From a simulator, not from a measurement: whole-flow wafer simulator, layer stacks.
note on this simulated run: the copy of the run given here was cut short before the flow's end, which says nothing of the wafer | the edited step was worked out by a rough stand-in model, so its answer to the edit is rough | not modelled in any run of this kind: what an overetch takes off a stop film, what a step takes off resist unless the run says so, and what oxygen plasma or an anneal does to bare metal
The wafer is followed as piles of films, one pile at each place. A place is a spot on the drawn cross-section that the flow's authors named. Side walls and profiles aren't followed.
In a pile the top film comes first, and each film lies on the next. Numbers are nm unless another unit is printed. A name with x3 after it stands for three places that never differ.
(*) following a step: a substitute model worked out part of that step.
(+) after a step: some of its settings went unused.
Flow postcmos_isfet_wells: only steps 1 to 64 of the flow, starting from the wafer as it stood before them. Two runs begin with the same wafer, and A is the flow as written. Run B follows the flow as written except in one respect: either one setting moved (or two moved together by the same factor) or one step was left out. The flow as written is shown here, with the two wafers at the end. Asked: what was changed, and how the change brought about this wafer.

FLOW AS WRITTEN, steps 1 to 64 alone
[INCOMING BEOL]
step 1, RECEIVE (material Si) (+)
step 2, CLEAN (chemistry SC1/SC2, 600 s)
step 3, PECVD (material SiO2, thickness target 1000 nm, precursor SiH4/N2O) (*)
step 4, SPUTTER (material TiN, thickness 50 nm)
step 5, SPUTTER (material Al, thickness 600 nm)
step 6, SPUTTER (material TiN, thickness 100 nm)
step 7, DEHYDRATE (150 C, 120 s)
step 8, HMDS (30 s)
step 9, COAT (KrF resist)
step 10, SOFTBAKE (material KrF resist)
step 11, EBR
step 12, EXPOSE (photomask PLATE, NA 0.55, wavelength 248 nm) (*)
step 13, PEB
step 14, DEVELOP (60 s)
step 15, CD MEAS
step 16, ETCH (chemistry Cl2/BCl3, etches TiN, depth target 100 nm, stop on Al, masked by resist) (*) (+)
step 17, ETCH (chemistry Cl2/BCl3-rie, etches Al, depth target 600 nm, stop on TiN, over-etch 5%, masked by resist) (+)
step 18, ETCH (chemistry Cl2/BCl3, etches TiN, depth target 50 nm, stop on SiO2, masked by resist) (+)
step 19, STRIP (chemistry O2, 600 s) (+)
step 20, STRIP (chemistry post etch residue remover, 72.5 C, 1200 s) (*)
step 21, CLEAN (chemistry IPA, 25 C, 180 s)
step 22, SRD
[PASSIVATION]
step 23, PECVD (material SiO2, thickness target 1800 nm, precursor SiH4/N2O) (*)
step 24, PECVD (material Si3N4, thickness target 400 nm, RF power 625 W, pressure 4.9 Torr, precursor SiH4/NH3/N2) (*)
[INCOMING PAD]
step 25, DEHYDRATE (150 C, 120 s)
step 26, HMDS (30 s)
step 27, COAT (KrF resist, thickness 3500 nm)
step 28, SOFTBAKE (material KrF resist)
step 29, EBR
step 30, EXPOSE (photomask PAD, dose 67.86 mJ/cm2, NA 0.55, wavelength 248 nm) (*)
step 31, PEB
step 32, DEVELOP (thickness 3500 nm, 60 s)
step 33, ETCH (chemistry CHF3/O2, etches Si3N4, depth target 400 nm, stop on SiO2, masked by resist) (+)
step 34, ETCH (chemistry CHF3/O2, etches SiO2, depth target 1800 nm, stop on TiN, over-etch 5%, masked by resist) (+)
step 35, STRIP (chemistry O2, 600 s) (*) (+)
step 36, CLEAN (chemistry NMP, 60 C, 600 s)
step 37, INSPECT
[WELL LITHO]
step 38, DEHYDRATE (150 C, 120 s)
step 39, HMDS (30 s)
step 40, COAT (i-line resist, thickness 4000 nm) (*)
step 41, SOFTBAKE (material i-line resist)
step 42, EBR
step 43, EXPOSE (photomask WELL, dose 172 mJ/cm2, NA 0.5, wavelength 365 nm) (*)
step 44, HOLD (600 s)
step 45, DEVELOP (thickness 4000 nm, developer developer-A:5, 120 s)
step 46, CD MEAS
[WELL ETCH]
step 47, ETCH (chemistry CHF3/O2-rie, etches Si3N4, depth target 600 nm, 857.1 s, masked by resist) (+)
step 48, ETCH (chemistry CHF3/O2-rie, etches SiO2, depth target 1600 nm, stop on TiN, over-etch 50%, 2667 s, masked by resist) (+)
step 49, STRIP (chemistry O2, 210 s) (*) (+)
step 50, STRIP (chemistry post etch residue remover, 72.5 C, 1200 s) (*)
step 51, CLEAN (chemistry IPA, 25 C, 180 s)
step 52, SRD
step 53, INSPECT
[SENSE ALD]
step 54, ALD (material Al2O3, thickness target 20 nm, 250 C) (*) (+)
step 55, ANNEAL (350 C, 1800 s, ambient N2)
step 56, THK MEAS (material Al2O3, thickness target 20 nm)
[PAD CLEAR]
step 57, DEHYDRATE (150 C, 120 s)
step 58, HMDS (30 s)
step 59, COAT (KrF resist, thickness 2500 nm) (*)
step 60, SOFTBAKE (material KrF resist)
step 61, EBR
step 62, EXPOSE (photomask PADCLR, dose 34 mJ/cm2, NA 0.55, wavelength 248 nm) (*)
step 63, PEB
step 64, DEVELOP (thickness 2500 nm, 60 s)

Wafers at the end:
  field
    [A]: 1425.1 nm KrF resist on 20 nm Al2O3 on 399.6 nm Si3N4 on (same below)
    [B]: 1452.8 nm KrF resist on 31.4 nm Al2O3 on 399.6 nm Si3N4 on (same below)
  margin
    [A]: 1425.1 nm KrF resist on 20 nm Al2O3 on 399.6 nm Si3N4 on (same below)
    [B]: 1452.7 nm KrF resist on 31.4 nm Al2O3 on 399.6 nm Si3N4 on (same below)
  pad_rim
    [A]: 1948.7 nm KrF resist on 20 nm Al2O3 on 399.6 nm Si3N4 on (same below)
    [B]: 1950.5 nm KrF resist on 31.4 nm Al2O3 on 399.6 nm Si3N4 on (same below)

Cause: step 54, ALD: thickness target 31.4 nm was run, though the flow has thickness target 20 nm.
One can read it off the wafer: field has Al2O3 31.4, and step 54 as written asks for 20 nm.

How this came from the change, step by step:
  step 54, ALD (material Al2O3, thickness target 20 nm, 250 C) (*) (+)
      field, margin, well900, well1300 x3, pad_rim, pad_clr, pad_open: A +20 Al2O3 (new film) | B +31.4 Al2O3 (new film)
